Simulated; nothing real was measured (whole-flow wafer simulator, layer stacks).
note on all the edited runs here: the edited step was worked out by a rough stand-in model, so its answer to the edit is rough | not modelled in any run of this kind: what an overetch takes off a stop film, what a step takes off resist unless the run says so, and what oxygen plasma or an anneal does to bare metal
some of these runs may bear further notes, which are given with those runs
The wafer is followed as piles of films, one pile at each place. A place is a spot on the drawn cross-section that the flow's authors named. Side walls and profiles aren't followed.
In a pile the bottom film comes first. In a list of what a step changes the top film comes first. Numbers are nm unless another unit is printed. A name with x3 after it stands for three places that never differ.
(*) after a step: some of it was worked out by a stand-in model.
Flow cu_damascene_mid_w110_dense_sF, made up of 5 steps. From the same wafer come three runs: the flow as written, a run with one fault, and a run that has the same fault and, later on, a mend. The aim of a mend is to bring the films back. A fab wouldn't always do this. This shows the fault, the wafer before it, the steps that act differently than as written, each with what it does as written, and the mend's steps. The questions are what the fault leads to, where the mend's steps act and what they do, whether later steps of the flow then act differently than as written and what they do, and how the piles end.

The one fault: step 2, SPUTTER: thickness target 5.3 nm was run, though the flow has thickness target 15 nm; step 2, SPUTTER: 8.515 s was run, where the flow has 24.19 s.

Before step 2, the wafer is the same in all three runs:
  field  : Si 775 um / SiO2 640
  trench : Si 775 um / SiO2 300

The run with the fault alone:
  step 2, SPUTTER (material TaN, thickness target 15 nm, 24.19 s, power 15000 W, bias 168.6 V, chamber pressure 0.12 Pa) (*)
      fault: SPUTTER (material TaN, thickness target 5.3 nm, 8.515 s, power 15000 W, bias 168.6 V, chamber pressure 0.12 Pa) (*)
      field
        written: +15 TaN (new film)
        fault: +5.3 TaN (new film)
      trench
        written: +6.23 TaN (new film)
        fault: +2.2 TaN (new film)
  Steps later in the flow that act otherwise than as written (2 other steps are not shown; they differ only slightly, by no more than 2% or 0.5 nm, whichever is larger):
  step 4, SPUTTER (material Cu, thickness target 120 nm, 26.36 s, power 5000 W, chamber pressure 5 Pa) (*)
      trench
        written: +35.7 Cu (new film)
        fault: +36.8 Cu (new film)
  By the end, the piles at field, trench depart from the flow's by more than 2% or 0.5 nm, whichever is larger.
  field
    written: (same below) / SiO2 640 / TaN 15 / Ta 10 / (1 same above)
    fault: (same below) / SiO2 640 / TaN 5.3 / Ta 10 / (1 same above)
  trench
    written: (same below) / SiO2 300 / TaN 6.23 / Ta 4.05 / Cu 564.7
    fault: (same below) / SiO2 300 / TaN 2.2 / Ta 4.17 / Cu 558.9

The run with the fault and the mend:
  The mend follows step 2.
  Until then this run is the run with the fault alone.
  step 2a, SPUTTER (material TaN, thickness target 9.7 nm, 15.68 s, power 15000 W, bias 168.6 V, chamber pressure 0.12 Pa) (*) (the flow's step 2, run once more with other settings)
      field
        +9.7 TaN
      trench
        +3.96 TaN
  Later steps of the flow that are run all act as written at every place that is followed, up to a difference of at most 2% or 0.5 nm, whichever is larger.
  When the end is reached, the piles differ only a little from the flow's at the places that both follow, at most by 2% or 0.5 nm, whichever is larger.
